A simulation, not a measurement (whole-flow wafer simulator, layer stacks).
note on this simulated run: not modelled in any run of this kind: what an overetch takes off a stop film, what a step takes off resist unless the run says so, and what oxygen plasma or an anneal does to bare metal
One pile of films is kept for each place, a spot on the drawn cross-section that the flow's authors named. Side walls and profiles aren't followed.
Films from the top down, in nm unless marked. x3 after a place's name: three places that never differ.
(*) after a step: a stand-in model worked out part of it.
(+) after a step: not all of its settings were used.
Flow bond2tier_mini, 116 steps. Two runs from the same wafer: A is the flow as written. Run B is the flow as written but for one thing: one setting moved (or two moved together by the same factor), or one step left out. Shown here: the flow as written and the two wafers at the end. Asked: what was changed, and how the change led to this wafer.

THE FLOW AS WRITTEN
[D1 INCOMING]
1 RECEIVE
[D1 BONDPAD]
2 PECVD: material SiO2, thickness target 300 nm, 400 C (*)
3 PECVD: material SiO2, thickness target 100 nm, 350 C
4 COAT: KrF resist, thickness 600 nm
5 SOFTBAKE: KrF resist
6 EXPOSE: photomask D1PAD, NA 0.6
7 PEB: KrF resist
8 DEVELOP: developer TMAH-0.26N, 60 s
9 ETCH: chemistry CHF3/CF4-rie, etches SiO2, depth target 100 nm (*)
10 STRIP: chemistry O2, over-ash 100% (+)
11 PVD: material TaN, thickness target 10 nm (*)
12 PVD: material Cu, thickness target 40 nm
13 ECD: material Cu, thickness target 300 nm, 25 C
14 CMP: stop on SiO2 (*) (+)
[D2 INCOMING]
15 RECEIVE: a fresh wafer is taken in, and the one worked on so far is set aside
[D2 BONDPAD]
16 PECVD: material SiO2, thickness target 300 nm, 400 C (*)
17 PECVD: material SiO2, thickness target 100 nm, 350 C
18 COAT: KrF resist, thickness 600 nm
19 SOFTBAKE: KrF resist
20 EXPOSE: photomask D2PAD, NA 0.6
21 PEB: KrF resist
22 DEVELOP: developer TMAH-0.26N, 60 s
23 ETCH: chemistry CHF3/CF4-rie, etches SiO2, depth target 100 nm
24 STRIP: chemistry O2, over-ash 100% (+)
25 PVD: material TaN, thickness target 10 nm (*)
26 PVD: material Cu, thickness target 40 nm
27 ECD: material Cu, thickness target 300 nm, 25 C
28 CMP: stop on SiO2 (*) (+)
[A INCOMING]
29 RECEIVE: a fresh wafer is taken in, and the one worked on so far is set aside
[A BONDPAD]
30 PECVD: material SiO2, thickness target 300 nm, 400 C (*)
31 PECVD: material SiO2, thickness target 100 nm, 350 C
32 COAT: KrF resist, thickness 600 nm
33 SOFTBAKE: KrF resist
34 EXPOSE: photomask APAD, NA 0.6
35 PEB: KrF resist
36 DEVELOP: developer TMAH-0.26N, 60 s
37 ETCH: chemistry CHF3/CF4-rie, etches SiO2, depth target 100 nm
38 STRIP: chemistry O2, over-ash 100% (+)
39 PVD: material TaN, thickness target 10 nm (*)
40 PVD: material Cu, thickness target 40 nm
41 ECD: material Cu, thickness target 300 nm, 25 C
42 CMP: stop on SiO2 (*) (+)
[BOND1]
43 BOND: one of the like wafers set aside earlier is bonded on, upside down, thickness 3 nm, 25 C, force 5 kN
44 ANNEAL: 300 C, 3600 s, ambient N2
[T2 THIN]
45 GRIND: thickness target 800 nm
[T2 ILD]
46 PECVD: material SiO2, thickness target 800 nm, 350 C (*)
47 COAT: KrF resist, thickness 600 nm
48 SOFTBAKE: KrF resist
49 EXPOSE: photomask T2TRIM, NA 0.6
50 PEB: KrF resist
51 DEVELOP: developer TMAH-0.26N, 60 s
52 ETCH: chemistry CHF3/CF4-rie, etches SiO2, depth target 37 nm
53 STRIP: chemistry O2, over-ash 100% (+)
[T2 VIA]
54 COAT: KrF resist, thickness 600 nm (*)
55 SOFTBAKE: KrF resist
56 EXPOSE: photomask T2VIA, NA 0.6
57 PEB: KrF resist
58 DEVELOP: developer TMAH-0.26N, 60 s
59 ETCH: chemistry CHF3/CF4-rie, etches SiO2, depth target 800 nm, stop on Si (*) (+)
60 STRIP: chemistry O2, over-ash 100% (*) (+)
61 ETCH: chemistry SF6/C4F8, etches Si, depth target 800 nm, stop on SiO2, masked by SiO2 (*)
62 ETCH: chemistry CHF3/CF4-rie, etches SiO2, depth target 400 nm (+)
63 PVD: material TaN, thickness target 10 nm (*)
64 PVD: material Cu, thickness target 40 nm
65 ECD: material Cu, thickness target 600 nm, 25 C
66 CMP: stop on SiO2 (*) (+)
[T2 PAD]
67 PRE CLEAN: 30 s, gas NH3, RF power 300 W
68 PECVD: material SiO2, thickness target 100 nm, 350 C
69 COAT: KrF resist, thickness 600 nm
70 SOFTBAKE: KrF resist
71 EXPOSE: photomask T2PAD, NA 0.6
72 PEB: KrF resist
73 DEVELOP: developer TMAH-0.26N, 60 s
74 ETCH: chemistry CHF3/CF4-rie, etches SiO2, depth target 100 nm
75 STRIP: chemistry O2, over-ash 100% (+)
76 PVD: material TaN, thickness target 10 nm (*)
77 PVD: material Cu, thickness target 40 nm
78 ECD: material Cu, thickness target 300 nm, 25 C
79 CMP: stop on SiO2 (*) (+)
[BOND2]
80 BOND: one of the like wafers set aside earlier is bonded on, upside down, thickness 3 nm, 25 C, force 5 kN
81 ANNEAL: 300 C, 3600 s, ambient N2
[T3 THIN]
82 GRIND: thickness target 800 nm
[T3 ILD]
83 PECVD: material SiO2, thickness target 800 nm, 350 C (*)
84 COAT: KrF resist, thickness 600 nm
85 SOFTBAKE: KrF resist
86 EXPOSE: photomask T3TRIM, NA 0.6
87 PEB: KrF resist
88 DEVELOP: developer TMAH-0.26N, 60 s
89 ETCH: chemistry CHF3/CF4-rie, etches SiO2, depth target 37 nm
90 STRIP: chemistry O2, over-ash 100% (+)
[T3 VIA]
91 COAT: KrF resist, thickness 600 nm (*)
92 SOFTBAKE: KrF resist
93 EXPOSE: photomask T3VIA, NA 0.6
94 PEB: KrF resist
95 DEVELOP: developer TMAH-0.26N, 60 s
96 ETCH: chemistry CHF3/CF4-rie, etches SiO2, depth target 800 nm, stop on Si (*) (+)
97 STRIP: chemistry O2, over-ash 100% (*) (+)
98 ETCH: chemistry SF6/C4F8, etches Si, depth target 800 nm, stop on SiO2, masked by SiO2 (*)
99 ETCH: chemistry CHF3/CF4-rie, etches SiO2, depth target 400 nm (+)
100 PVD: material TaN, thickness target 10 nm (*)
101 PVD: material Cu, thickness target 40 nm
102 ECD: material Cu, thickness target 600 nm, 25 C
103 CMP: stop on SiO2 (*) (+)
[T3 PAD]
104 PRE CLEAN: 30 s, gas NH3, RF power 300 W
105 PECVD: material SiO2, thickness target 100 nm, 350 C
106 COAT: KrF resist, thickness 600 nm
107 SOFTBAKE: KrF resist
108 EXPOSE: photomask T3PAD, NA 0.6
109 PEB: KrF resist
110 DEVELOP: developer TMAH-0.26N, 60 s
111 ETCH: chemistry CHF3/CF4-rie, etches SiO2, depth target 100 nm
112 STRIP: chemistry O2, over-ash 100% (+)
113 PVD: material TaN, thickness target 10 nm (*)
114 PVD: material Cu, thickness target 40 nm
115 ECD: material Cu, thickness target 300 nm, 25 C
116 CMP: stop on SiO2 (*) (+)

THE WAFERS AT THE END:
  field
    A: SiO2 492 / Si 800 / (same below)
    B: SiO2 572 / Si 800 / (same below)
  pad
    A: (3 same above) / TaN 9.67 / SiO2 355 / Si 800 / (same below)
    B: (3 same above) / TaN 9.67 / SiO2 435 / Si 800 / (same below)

The cause: step 99, ETCH: depth target 320 nm was run, where the flow has depth target 400 nm.

How the change led to this, step by step:
  99 ETCH: chemistry CHF3/CF4-rie, etches SiO2, depth target 400 nm (+)
      field, pad: A SiO2 -400 | B SiO2 -320
